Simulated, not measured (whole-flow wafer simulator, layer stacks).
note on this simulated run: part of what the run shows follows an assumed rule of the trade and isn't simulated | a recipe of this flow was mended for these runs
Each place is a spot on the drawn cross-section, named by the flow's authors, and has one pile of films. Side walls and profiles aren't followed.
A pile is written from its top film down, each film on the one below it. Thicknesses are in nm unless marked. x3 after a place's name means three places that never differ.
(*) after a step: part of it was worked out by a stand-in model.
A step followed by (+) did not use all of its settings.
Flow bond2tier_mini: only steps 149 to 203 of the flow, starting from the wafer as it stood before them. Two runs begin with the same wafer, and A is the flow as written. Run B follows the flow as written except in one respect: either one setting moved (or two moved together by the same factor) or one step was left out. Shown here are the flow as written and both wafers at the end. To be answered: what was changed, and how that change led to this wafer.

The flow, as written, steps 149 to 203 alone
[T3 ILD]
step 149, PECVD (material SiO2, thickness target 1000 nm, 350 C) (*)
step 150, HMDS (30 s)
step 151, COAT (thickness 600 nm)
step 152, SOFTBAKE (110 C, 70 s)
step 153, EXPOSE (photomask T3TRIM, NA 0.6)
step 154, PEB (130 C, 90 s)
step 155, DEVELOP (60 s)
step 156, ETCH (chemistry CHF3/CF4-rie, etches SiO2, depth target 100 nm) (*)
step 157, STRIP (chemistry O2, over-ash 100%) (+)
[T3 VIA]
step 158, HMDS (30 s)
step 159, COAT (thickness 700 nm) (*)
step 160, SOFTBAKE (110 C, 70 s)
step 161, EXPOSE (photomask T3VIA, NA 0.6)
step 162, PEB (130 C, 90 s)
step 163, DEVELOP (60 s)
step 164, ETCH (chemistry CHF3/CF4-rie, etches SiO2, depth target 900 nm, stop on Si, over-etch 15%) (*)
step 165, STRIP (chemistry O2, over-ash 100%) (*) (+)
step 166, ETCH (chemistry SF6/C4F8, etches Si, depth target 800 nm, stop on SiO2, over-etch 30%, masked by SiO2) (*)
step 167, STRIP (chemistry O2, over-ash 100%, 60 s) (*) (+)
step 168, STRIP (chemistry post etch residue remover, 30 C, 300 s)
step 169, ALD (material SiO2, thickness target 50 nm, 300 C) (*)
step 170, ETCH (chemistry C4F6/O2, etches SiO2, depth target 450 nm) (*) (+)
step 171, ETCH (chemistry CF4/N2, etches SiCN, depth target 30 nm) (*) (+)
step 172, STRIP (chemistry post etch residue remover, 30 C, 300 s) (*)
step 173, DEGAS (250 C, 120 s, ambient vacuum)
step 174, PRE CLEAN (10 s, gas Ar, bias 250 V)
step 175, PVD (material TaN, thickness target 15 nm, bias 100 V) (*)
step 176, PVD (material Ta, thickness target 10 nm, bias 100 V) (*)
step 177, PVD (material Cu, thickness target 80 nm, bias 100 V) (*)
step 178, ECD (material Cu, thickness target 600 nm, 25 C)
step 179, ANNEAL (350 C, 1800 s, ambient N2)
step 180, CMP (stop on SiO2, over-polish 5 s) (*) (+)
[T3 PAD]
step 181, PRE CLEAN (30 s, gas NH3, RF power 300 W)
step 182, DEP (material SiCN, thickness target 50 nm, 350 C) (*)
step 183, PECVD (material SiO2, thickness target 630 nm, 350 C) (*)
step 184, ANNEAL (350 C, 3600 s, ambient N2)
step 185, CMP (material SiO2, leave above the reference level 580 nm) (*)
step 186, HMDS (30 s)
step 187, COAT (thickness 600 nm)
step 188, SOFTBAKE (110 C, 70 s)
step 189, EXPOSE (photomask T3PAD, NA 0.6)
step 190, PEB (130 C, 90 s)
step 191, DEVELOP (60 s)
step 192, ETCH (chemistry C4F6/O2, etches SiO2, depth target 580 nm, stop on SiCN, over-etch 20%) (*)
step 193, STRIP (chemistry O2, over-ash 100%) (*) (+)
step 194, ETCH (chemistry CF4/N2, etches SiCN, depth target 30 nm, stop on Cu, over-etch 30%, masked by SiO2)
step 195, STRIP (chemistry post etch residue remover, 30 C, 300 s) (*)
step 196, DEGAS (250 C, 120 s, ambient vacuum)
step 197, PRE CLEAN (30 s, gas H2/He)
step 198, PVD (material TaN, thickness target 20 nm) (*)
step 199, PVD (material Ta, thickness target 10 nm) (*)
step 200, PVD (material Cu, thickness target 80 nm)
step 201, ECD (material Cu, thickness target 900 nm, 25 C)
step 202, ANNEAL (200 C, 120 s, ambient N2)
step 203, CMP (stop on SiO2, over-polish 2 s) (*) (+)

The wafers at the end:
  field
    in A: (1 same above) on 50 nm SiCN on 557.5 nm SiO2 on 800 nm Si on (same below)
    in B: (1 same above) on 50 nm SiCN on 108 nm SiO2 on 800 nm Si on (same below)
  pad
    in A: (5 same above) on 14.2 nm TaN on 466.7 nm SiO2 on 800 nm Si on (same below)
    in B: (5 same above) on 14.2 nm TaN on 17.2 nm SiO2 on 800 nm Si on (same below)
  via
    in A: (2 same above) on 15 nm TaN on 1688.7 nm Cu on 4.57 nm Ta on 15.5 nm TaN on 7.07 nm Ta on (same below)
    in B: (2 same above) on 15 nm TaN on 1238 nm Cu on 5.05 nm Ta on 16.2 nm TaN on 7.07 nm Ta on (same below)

What caused this: step 149, PECVD: thickness target 550 nm was run, whereas the flow has thickness target 1000 nm.

How this came from the change, step by step:
  step 149, PECVD (material SiO2, thickness target 1000 nm, 350 C) (*)
      field, pad, via: A +1000 SiO2 (new film) | B +550 SiO2 (new film)
  step 164, ETCH (chemistry CHF3/CF4-rie, etches SiO2, depth target 900 nm, stop on Si, over-etch 15%) (*)
      field, pad: A -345 thick-KrF-resist | B -172.5 thick-KrF-resist
      via: A -900 SiO2 (all of it), -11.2 Si | B -450 SiO2 (all of it), -48.8 Si
  step 165, STRIP (chemistry O2, over-ash 100%) (*) (+)
      field: A -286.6 thick-KrF-resist (all of it) | B -459.1 thick-KrF-resist (all of it)
      pad: A -372.9 thick-KrF-resist (all of it) | B -545.4 thick-KrF-resist (all of it)
  step 166, ETCH (chemistry SF6/C4F8, etches Si, depth target 800 nm, stop on SiO2, over-etch 30%, masked by SiO2) (*)
      field, pad: A -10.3 SiO2 | B -9.77 SiO2
      via: A -788.8 Si (all of it), -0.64 chemical SiO2 (all of it), -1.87 SiO2 | B -751.2 Si (all of it), -0.64 chemical SiO2 (all of it), -2.24 SiO2
  step 175, PVD (material TaN, thickness target 15 nm, bias 100 V) (*)
      via: A +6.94 TaN | B +7.66 TaN
  step 177, PVD (material Cu, thickness target 80 nm, bias 100 V) (*)
      via: A +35 Cu (new film) | B +39 Cu (new film)
  step 178, ECD (material Cu, thickness target 600 nm, 25 C)
      via: A +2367 Cu | B +1912.3 Cu
